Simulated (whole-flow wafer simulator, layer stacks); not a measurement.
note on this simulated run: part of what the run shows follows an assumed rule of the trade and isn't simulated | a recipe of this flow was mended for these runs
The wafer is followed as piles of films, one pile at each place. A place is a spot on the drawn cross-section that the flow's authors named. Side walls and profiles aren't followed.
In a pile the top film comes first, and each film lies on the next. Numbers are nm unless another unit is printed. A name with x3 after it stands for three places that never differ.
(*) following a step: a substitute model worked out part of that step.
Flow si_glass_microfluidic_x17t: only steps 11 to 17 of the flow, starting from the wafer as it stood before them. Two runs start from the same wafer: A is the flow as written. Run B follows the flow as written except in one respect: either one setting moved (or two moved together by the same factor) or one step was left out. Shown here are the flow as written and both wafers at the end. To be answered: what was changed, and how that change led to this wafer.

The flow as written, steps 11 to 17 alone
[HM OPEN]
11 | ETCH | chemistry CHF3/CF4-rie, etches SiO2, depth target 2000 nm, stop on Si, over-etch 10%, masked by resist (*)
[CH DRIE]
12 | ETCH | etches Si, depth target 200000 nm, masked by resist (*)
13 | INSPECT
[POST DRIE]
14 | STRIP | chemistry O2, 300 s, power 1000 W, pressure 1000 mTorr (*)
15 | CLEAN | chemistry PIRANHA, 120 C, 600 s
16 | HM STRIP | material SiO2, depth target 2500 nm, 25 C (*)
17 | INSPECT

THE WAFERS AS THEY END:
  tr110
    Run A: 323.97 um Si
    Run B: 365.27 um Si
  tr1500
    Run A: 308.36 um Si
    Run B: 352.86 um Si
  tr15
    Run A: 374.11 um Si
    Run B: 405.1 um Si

Cause: step 11, ETCH: depth target 1568 nm was run, while the flow as written has depth target 2000 nm.

The path from the change to this, step by step:
  11 | ETCH | chemistry CHF3/CF4-rie, etches SiO2, depth target 2000 nm, stop on Si, over-etch 10%, masked by resist (*)
      tr110, tr1500, tr15: A SiO2 loses 2000 (all of it), Si loses 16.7 | B SiO2 loses 1724.8
      land: A thick-i-line-resist loses 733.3 | B thick-i-line-resist loses 574.9
  12 | ETCH | etches Si, depth target 200000 nm, masked by resist (*)
      tr110: A Si loses 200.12 um | B SiO2 loses 275.2 (all of it), Si loses 158.84 um
      tr1500: A Si loses 215.73 um | B SiO2 loses 275.2 (all of it), Si loses 171.25 um
      (and at 1 other place as well)
  14 | STRIP | chemistry O2, 300 s, power 1000 W, pressure 1000 mTorr (*)
      land: A thick-i-line-resist loses 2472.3 (all of it) | B thick-i-line-resist loses 2630.5 (all of it)
